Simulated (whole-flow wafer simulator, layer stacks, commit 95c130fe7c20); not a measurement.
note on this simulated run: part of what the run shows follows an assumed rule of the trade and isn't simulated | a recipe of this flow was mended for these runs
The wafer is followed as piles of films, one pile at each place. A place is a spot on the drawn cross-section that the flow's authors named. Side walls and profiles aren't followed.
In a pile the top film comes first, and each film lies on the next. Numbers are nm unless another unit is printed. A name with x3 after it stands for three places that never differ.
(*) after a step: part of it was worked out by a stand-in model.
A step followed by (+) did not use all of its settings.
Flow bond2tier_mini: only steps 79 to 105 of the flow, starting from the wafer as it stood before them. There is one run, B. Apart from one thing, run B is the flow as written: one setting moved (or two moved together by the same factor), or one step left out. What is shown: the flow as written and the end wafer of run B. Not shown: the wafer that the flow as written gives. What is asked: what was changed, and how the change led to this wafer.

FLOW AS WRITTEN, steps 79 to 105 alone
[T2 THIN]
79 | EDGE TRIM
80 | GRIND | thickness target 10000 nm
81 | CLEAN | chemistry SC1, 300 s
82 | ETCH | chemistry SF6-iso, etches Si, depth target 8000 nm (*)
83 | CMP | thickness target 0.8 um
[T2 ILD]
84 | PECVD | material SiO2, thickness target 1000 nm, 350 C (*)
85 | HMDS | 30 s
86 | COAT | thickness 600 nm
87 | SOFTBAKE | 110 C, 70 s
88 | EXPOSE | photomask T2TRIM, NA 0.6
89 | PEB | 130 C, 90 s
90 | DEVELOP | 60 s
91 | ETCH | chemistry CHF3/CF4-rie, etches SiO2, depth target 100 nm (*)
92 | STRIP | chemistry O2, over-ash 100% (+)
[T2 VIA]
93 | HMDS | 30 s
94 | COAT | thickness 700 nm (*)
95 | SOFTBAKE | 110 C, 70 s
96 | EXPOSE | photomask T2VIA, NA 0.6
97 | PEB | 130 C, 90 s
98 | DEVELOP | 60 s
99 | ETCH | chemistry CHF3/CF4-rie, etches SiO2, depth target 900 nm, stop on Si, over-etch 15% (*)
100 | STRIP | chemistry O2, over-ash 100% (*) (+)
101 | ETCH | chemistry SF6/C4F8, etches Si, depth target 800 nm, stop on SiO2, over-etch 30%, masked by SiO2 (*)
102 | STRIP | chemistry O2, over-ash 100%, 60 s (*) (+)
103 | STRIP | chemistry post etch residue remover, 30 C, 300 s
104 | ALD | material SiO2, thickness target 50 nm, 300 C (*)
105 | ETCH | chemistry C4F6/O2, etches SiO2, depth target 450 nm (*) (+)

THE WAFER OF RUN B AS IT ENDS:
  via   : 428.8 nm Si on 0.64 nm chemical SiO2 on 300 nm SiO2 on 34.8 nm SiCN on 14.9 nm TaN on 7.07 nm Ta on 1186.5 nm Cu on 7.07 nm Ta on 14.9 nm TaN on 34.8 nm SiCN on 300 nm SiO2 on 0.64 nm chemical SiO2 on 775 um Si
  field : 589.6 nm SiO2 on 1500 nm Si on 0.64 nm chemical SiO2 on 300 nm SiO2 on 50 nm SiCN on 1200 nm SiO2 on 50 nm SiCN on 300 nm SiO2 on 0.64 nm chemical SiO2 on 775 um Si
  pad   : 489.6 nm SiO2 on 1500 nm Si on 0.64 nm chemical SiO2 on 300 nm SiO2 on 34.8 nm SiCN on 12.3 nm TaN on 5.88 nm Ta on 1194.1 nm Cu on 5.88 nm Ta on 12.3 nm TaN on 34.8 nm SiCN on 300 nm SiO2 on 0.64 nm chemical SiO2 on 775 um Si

What caused this: step 83, CMP: thickness target 1.5 um was run, though the flow has thickness target 0.8 um.

The path from the change to this, step by step:
  83 | CMP | thickness target 0.8 um
      field, pad, via: Si loses 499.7 (it would be, as written: Si loses 1199.7)
  101 | ETCH | chemistry SF6/C4F8, etches Si, depth target 800 nm, stop on SiO2, over-etch 30%, masked by SiO2 (*)
      via: Si loses 1040 (it would be, as written: Si loses 788.8 (all of it), chemical SiO2 loses 0.64 (all of it), SiO2 loses 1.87)
  104 | ALD | material SiO2, thickness target 50 nm, 300 C (*)
      via: SiO2 gains 50 (new film) (it would be, as written: SiO2 gains 50)
  105 | ETCH | chemistry C4F6/O2, etches SiO2, depth target 450 nm (*) (+)
      via: SiO2 loses 50 (all of it), Si loses 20 (it would be, as written: SiO2 loses 348.1 (all of it), SiCN loses 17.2)
